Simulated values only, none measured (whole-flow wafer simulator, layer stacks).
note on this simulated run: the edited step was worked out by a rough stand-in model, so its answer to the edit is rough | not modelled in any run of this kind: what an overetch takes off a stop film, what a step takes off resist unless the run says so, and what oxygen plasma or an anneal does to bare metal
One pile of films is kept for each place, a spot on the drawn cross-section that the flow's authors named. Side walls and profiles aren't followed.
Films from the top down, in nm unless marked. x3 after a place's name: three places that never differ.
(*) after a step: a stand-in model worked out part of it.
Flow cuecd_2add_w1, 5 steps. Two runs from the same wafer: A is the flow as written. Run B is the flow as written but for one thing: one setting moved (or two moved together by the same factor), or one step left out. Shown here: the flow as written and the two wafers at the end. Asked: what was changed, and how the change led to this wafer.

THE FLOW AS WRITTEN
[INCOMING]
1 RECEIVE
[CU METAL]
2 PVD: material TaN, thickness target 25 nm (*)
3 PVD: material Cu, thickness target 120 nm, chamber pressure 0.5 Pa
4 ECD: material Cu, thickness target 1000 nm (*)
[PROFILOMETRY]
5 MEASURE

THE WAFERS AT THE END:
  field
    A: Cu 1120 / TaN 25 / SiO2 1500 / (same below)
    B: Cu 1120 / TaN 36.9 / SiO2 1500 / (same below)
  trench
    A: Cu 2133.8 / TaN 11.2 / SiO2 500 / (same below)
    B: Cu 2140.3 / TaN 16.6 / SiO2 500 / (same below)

The cause: step 2, PVD: thickness target 36.9 nm was run, where the flow has thickness target 25 nm.
It can be read off the wafer: field has TaN 36.9, and step 2 as written asks for 25 nm.

How the change led to this, step by step:
  2 PVD: material TaN, thickness target 25 nm (*)
      field: A TaN +25 (new film) | B TaN +36.9 (new film)
      trench: A TaN +11.2 (new film) | B TaN +16.6 (new film)
